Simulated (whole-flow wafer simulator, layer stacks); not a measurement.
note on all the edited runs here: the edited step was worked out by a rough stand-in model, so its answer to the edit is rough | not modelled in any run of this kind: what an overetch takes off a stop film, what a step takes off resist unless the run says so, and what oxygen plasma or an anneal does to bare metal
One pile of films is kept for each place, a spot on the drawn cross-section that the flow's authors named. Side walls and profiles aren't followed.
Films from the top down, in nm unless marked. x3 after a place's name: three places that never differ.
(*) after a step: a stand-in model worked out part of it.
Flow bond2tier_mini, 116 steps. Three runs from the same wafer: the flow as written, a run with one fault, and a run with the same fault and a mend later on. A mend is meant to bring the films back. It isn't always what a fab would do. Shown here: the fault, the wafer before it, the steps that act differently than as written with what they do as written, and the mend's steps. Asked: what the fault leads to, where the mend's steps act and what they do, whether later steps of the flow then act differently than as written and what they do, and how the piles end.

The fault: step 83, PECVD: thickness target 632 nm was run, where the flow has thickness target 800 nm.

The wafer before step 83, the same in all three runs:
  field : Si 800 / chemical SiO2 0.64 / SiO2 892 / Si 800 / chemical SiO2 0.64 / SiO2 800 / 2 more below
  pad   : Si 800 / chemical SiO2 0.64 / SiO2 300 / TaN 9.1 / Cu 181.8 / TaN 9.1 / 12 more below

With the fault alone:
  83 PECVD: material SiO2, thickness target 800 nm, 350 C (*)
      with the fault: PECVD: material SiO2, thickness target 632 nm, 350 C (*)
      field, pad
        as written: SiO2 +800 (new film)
        with the fault: SiO2 +632 (new film)
  No later step of the flow acts differently than as written at any place that is followed.
  At the end the piles differ from the flow's by more than 2% or 0.5 nm, whichever is larger, at field, pad.
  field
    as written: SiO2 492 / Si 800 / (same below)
    with the fault: SiO2 324 / Si 800 / (same below)
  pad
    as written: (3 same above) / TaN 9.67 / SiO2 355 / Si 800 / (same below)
    with the fault: (3 same above) / TaN 9.67 / SiO2 187 / Si 800 / (same below)

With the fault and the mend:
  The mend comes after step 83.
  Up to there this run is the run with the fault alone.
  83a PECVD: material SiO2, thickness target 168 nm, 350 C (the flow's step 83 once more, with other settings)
      field, pad
        SiO2 +168
  No later step of the flow acts differently than as written at any place that is followed.
  At the end the piles are the same as the flow's at every place that both follow.
